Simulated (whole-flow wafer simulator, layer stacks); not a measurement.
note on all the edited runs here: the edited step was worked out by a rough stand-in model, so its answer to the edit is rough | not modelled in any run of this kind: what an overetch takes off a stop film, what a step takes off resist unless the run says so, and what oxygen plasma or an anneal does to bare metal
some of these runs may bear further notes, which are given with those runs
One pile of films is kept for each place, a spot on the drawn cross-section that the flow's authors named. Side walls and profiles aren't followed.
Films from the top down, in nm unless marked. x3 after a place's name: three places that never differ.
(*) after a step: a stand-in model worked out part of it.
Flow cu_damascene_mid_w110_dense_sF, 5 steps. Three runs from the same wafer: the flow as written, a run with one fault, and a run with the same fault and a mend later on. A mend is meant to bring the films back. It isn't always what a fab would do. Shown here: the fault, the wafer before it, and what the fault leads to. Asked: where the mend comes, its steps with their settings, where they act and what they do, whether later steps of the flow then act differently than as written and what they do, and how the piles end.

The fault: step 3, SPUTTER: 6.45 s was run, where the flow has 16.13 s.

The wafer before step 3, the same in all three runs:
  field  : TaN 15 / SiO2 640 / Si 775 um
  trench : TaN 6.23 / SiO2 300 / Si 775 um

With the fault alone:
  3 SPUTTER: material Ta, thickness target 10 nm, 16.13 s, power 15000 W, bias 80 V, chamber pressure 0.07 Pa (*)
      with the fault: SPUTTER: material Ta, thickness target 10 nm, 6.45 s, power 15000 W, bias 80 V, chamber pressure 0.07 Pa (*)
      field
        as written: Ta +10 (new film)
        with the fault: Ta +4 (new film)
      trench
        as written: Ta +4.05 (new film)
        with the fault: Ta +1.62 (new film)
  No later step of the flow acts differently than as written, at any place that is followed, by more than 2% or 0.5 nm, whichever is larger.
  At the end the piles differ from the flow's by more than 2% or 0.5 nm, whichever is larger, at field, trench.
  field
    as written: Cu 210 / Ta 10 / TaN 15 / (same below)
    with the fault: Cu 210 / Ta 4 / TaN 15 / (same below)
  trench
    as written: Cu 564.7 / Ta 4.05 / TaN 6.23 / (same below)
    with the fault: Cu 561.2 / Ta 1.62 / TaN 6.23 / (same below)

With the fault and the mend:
  The mend comes after step 3.
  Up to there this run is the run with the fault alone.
  3a SPUTTER: material Ta, thickness target 10 nm, 9.68 s, power 15000 W, bias 80 V, chamber pressure 0.07 Pa (*) (the flow's step 3 once more, with other settings)
      field
        Ta +6
      trench
        Ta +2.39
  No later step of the flow acts differently than as written, at any place that is followed, by more than 2% or 0.5 nm, whichever is larger.
  At the end the piles differ from the flow's only slightly at the places that both follow, by at most 2% or 0.5 nm, whichever is larger.
